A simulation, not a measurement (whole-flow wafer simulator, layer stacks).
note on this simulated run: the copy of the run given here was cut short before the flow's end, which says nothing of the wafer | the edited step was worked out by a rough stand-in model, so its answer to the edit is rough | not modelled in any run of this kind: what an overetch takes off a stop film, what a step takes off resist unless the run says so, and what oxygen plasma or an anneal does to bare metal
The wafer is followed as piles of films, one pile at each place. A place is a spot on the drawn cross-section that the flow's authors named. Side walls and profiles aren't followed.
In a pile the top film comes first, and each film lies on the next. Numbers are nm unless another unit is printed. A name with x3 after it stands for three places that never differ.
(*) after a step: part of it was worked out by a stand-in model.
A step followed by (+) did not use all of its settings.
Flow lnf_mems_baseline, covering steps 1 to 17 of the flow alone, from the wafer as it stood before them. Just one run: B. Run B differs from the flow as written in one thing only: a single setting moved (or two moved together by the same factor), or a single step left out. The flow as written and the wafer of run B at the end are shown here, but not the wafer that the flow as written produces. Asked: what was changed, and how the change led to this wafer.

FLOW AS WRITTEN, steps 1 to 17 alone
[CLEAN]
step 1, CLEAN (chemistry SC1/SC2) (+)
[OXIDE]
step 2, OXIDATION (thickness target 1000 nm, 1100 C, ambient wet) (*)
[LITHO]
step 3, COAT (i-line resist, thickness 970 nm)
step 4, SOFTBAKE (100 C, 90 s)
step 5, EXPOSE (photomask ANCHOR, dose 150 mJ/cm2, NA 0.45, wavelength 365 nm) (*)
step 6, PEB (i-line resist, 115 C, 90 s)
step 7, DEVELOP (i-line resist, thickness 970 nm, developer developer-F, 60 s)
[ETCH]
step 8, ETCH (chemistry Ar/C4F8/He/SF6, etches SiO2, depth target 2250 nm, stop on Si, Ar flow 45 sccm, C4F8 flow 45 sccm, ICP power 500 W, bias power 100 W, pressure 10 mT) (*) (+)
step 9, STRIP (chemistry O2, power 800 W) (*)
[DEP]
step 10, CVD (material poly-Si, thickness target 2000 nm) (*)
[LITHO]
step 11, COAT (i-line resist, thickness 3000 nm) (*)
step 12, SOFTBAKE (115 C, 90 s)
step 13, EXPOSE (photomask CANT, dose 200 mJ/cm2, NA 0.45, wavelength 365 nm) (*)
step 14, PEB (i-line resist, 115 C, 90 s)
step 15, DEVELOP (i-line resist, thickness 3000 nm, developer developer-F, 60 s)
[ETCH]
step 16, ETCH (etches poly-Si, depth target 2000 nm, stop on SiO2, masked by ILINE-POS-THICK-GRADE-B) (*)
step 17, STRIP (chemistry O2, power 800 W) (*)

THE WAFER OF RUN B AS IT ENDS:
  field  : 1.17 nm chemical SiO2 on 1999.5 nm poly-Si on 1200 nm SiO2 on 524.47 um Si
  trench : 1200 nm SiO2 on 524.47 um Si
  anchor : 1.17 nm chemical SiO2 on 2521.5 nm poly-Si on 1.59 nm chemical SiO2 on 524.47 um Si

What caused this: step 2, OXIDATION: thickness target 1200 nm was run, while the flow as written has thickness target 1000 nm.
The wafer lets one read it off: field has SiO2 1200, and step 2 as written asks for 1000 nm.

How this came from the change, step by step:
  step 2, OXIDATION (thickness target 1000 nm, 1100 C, ambient wet) (*)
      field, anchor, beam, trench, char_slit: +1200 SiO2 (new film), -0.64 chemical SiO2 (all of it), -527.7 Si (as written it would have been: +1000 SiO2 (new film), -0.64 chemical SiO2 (all of it), -439.7 Si)
  step 8, ETCH (chemistry Ar/C4F8/He/SF6, etches SiO2, depth target 2250 nm, stop on Si, Ar flow 45 sccm, C4F8 flow 45 sccm, ICP power 500 W, bias power 100 W, pressure 10 mT) (*) (+)
      field, beam, trench, char_slit: -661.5 i-line resist (as written it would have been: -561.5 i-line resist)
      anchor: -1200 SiO2 (all of it) (as written it would have been: -1000 SiO2 (all of it))
  step 9, STRIP (chemistry O2, power 800 W) (*)
      field, beam, trench, char_slit: -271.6 i-line resist (all of it) (as written it would have been: -371.6 i-line resist (all of it))
  step 10, CVD (material poly-Si, thickness target 2000 nm) (*)
      anchor: +2522 poly-Si (new film) (as written it would have been: +2322 poly-Si (new film))
